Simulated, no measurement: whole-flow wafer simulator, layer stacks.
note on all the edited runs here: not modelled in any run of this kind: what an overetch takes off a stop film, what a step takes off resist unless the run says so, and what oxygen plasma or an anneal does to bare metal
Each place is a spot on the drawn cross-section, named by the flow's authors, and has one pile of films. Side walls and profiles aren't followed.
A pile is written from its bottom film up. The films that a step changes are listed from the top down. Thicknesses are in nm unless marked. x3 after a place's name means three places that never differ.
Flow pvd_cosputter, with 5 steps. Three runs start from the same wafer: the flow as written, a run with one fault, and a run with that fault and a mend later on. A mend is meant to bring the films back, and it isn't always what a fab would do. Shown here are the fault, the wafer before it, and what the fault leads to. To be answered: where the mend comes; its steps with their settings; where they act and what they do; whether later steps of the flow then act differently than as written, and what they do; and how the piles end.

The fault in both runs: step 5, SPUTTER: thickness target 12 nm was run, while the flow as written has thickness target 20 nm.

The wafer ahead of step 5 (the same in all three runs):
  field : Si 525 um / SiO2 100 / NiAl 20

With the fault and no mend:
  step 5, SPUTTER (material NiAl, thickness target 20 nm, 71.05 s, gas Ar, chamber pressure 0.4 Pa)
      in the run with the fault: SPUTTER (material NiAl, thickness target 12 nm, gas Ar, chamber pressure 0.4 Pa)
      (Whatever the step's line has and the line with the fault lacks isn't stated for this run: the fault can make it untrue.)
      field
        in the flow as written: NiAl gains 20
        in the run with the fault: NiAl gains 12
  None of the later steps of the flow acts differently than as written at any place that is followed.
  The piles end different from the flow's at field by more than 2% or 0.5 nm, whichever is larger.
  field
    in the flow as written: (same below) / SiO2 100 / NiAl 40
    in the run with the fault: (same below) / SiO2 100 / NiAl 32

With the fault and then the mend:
  After step 5 comes the mend.
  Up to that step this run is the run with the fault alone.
  step 5a, SPUTTER (material NiAl, thickness target 8 nm, gas Ar, chamber pressure 0.4 Pa) (the flow's step 5 again, with other settings)
      field
        NiAl gains 8
  None of the later steps of the flow acts differently than as written at any place that is followed.
  At every place that both follow, the piles at the end match the flow's.
